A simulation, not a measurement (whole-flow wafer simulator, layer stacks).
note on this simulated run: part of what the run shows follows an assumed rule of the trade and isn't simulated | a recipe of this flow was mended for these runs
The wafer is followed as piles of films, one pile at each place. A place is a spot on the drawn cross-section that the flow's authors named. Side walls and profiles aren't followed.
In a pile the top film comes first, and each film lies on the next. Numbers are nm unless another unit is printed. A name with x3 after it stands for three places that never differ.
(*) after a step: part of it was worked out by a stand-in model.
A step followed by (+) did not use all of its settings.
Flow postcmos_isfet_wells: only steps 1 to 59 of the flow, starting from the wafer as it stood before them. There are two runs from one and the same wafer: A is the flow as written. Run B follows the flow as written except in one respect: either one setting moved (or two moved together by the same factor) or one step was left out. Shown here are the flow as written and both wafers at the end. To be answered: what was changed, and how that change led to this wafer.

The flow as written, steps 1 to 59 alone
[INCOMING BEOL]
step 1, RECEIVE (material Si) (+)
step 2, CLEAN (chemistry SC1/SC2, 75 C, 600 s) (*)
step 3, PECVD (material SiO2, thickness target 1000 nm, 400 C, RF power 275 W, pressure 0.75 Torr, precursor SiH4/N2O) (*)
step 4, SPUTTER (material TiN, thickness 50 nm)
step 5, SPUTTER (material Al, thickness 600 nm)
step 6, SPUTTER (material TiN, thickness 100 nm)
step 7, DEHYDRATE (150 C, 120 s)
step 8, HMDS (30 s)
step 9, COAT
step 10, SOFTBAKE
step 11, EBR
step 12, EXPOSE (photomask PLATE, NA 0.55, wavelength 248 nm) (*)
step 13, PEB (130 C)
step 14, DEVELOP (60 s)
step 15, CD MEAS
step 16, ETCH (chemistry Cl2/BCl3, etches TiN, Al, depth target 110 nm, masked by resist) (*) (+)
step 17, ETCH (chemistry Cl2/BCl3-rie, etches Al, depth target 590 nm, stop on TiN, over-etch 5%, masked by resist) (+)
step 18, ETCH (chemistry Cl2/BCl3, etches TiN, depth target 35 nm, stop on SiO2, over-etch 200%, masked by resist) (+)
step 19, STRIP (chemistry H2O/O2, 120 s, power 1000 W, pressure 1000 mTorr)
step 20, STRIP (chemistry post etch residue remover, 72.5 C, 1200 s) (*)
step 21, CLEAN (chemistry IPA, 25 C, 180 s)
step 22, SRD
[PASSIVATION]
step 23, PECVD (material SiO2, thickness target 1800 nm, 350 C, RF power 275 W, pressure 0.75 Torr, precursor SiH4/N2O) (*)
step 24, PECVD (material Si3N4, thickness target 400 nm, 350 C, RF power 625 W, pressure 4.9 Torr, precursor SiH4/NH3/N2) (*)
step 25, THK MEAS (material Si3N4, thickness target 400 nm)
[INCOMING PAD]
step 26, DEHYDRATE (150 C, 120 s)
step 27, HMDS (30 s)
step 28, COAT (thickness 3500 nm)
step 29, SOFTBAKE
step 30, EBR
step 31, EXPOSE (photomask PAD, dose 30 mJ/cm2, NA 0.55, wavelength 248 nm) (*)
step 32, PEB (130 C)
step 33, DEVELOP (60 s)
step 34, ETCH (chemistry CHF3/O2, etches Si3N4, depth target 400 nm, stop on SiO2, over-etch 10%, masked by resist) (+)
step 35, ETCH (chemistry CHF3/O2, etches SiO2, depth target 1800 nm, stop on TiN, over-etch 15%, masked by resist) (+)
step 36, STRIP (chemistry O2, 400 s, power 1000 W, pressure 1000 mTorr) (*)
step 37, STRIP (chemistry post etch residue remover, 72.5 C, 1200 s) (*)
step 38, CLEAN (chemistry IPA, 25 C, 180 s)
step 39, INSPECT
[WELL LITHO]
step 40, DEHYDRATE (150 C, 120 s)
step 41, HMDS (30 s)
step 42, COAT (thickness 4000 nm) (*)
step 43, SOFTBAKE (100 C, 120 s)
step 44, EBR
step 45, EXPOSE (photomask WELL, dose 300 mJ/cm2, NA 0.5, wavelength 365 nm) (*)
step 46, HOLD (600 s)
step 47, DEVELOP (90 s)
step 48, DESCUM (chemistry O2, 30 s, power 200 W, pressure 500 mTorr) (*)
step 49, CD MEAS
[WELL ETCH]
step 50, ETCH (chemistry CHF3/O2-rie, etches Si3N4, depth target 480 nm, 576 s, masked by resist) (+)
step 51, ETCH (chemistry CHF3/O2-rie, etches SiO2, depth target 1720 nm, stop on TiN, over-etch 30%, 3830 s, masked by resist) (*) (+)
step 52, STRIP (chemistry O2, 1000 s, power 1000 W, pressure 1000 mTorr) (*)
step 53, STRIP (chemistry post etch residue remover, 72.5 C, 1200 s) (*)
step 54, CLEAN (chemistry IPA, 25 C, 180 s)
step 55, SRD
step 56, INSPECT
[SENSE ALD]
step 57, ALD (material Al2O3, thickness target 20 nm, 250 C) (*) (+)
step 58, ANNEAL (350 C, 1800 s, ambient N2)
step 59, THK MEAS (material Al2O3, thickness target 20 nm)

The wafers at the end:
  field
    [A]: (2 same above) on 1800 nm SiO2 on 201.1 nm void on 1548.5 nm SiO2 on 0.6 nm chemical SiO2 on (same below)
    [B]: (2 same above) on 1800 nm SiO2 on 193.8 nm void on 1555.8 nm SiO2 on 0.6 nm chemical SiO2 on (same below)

What caused this: step 17, ETCH: depth target 496 nm was run, while the flow as written has depth target 590 nm.

How this came from the change, step by step:
  step 17, ETCH (chemistry Cl2/BCl3-rie, etches Al, depth target 590 nm, stop on TiN, over-etch 5%, masked by resist) (+)
      field: A -590 Al (all of it), -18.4 TiN | B -520.8 Al
      margin x2, well900 x4, pad_clr, pad_open: A -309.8 thick-KrF-resist | B -260.4 thick-KrF-resist
  step 18, ETCH (chemistry Cl2/BCl3, etches TiN, depth target 35 nm, stop on SiO2, over-etch 200%, masked by resist) (+)
      field: A -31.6 TiN (all of it), -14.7 SiO2 | B -69.2 Al (all of it), -50 TiN (all of it), -5.19 SiO2
      margin x2, well900 x4, pad_clr, pad_open: A -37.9 thick-KrF-resist | B -42 thick-KrF-resist
  step 19, STRIP (chemistry H2O/O2, 120 s, power 1000 W, pressure 1000 mTorr)
      margin x2, well900 x4, pad_clr, pad_open: A -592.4 thick-KrF-resist (all of it) | B -637.6 thick-KrF-resist (all of it)
  step 23, PECVD (material SiO2, thickness target 1800 nm, 350 C, RF power 275 W, pressure 0.75 Torr, precursor SiH4/N2O) (*)
      field: A +1800 SiO2 (new film), +201.1 void (new film), +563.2 SiO2 | B +1800 SiO2 (new film), +193.8 void (new film), +560.9 SiO2
